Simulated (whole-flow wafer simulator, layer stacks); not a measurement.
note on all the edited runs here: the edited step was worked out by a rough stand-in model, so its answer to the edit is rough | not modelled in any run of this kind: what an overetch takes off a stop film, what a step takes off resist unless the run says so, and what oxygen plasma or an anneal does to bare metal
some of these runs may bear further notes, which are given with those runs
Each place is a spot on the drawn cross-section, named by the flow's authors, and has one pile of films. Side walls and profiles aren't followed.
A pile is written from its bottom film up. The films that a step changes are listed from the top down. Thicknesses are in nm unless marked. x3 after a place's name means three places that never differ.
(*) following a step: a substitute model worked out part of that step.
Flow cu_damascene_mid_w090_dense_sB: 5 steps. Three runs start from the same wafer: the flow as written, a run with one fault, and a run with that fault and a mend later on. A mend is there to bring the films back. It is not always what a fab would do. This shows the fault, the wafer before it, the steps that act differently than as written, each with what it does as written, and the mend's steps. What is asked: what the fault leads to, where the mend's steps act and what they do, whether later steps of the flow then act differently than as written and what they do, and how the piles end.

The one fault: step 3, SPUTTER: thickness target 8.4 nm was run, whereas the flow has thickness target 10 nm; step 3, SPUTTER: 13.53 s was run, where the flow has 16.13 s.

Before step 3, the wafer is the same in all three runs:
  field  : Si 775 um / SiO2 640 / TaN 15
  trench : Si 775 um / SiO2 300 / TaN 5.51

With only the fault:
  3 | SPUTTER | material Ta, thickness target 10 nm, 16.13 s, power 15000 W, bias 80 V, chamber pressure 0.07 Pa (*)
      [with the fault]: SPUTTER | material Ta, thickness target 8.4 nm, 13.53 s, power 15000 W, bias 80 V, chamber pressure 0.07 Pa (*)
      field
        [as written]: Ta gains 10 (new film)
        [with the fault]: Ta gains 8.4 (new film)
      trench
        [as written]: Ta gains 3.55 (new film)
        [with the fault]: Ta gains 2.98 (new film)
  Every later step of the flow that is run acts as written, at every place that is followed, to within 2% or 0.5 nm, whichever is larger.
  By the end, the piles at field, trench depart from the flow's by more than 2% or 0.5 nm, whichever is larger.
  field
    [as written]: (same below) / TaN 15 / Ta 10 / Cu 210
    [with the fault]: (same below) / TaN 15 / Ta 8.4 / Cu 210
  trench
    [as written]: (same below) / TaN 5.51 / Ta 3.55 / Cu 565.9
    [with the fault]: (same below) / TaN 5.51 / Ta 2.98 / Cu 564.9

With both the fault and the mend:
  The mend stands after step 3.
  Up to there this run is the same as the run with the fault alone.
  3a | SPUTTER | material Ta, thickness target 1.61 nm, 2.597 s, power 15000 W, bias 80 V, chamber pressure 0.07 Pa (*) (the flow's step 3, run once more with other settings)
      field
        Ta gains 1.61
      trench
        Ta gains 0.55
  Every later step of the flow that is run acts as written at every place that is followed.
  When the end is reached, the piles differ only a little from the flow's at the places that both follow, at most by 2% or 0.5 nm, whichever is larger.
